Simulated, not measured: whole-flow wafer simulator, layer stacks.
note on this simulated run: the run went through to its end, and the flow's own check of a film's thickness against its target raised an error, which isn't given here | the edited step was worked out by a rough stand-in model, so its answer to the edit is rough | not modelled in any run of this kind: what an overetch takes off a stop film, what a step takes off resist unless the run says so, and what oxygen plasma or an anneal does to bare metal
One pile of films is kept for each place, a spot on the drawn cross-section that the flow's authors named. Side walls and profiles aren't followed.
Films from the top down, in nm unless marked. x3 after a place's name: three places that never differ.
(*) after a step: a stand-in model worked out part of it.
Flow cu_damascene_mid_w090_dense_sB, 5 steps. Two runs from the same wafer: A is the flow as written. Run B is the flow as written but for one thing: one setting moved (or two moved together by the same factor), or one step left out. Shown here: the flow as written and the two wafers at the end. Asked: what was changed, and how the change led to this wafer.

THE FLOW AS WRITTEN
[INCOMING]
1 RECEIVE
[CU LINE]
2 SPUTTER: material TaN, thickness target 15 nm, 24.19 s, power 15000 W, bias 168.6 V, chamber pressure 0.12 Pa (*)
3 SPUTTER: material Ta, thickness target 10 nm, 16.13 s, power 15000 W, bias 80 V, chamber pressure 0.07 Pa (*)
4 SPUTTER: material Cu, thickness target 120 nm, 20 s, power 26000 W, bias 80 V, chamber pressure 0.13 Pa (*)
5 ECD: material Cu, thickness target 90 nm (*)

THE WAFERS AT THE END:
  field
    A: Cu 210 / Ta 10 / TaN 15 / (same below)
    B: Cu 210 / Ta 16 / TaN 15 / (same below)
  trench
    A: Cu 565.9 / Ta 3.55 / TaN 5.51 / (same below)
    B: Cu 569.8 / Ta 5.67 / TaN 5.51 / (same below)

The cause: step 3, SPUTTER: thickness target 16 nm was run, where the flow has thickness target 10 nm; step 3, SPUTTER: 25.81 s was run, where the flow has 16.13 s.
It can be read off the wafer: field has Ta 16, and step 3 as written asks for 10 nm.

How the change led to this, step by step:
  3 SPUTTER: material Ta, thickness target 10 nm, 16.13 s, power 15000 W, bias 80 V, chamber pressure 0.07 Pa (*)
      field: A Ta +10 (new film) | B Ta +16 (new film)
      trench: A Ta +3.55 (new film) | B Ta +5.67 (new film)
  4 SPUTTER: material Cu, thickness target 120 nm, 20 s, power 26000 W, bias 80 V, chamber pressure 0.13 Pa (*)
      trench: A Cu +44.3 (new film) | B Cu +43.3 (new film)
